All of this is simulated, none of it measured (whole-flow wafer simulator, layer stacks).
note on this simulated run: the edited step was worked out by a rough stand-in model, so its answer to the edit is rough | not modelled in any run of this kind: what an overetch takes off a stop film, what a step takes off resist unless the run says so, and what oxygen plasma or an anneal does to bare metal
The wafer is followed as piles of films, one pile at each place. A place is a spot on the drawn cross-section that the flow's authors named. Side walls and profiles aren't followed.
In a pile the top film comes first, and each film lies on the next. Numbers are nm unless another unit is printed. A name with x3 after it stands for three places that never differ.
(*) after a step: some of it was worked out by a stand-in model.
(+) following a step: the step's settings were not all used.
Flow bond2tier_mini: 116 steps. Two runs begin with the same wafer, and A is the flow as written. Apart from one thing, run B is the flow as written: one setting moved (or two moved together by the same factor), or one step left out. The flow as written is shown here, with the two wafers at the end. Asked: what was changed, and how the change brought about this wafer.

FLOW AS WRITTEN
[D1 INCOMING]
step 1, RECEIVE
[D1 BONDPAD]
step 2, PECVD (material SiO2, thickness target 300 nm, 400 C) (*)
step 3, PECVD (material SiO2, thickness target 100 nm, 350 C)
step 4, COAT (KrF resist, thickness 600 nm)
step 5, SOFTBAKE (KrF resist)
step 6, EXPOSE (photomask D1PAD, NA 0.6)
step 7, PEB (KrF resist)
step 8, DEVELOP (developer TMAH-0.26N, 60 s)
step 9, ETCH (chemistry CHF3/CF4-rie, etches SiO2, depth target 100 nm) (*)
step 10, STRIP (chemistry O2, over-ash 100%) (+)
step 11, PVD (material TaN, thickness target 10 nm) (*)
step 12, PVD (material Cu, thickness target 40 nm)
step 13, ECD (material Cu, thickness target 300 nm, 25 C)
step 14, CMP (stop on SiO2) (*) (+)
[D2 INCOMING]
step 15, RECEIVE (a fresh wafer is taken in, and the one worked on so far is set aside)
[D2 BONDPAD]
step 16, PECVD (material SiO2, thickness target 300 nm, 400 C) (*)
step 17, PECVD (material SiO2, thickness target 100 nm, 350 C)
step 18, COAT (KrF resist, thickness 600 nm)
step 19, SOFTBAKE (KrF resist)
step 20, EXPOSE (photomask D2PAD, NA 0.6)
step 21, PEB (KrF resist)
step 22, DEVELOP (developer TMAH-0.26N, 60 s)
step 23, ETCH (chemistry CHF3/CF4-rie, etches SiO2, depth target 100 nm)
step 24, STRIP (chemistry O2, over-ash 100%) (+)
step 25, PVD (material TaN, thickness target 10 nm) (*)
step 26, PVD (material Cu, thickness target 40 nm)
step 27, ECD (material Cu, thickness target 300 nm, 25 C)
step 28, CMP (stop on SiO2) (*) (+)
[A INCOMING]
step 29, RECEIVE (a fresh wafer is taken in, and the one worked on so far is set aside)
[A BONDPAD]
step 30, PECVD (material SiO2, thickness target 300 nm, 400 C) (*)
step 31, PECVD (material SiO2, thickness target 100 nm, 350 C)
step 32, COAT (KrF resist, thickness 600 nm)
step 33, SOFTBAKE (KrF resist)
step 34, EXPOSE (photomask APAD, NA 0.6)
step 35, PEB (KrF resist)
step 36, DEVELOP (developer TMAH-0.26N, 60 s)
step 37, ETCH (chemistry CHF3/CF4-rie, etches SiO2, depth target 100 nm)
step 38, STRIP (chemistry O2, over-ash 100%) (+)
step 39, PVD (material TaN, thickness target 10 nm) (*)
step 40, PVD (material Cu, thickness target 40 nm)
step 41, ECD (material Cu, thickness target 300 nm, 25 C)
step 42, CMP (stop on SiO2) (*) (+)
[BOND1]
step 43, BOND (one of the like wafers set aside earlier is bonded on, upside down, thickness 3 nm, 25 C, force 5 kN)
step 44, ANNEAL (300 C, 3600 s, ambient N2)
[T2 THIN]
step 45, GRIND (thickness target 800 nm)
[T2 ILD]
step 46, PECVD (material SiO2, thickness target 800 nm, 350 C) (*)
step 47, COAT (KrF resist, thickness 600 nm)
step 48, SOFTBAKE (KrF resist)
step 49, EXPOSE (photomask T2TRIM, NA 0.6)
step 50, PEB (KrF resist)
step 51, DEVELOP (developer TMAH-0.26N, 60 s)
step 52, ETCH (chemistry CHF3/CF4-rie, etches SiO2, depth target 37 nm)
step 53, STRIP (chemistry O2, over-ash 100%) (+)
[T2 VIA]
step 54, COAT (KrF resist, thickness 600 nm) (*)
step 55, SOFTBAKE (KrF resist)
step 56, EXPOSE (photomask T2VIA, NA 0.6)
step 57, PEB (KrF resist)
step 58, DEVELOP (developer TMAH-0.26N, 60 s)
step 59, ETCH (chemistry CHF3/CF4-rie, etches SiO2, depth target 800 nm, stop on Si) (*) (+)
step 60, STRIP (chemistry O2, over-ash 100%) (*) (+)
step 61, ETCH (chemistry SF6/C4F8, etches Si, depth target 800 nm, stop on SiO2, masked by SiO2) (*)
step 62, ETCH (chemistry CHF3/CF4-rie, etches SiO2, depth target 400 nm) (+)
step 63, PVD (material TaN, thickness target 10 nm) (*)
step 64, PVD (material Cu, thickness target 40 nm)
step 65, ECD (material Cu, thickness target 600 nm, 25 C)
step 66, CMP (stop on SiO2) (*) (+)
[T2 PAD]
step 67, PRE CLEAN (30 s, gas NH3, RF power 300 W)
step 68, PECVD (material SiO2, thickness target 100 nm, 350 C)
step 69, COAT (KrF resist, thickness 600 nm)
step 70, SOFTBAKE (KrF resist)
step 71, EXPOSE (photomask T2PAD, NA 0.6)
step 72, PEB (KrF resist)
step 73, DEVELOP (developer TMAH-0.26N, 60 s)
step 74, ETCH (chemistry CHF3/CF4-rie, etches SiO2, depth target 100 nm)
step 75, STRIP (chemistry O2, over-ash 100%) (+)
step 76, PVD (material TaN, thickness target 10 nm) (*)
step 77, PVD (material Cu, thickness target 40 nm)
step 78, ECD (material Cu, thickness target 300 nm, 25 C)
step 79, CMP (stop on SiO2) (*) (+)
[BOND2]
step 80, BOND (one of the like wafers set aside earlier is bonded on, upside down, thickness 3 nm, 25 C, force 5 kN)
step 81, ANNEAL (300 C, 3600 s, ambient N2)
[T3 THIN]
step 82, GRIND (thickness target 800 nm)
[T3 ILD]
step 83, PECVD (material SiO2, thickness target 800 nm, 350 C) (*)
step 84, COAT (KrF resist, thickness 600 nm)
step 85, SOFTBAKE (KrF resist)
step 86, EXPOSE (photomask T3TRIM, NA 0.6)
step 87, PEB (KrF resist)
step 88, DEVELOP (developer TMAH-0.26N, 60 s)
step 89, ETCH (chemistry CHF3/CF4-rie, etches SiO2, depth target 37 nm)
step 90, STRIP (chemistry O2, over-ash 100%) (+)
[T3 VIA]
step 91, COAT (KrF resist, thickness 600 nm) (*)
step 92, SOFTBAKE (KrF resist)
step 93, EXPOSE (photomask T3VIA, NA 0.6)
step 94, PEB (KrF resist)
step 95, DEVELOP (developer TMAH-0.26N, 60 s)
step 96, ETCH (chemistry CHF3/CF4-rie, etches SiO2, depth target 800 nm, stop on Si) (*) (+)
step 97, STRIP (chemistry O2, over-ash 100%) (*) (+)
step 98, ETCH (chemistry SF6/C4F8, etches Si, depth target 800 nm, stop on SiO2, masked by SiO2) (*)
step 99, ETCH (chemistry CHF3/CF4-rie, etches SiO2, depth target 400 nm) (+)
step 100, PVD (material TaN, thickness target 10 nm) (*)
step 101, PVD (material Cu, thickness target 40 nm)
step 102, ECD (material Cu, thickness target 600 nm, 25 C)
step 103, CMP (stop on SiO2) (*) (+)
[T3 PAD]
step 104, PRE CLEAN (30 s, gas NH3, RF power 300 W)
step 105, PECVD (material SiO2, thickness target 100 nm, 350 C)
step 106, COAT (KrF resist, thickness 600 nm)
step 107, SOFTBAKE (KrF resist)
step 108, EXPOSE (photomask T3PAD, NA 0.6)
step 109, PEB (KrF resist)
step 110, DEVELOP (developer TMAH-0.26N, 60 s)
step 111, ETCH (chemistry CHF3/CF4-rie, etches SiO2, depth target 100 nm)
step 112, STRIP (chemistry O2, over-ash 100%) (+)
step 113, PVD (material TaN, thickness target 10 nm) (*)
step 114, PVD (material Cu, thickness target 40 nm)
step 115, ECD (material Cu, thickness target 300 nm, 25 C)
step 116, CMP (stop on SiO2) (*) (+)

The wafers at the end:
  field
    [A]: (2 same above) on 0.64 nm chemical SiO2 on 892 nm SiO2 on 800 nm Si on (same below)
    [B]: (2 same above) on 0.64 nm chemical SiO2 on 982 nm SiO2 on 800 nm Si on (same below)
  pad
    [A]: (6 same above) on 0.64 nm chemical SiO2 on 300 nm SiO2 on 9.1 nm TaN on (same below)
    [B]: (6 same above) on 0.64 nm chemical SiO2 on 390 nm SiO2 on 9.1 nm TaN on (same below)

What caused this: step 16, PECVD: thickness target 390 nm was run, though the flow has thickness target 300 nm.
The wafer lets one read it off: pad has SiO2 390, and step 16 as written asks for 300 nm.

How this came from the change, step by step:
  step 16, PECVD (material SiO2, thickness target 300 nm, 400 C) (*)
      field, pad, via: A SiO2 gains 300 (new film) | B SiO2 gains 390 (new film)
  step 80, BOND (one of the like wafers set aside earlier is bonded on, upside down, thickness 3 nm, 25 C, force 5 kN)
      field: A Si gains 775 um (new film), chemical SiO2 gains 0.64 (new film), SiO2 gains 400 | B Si gains 775 um (new film), chemical SiO2 gains 0.64 (new film), SiO2 gains 490
      pad: A Si gains 775 um (new film), chemical SiO2 gains 0.64 (new film), SiO2 gains 300 (new film), TaN gains 9.1 (new film), Cu gains 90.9 | B Si gains 775 um (new film), chemical SiO2 gains 0.64 (new film), SiO2 gains 390 (new film), TaN gains 9.1 (new film), Cu gains 90.9
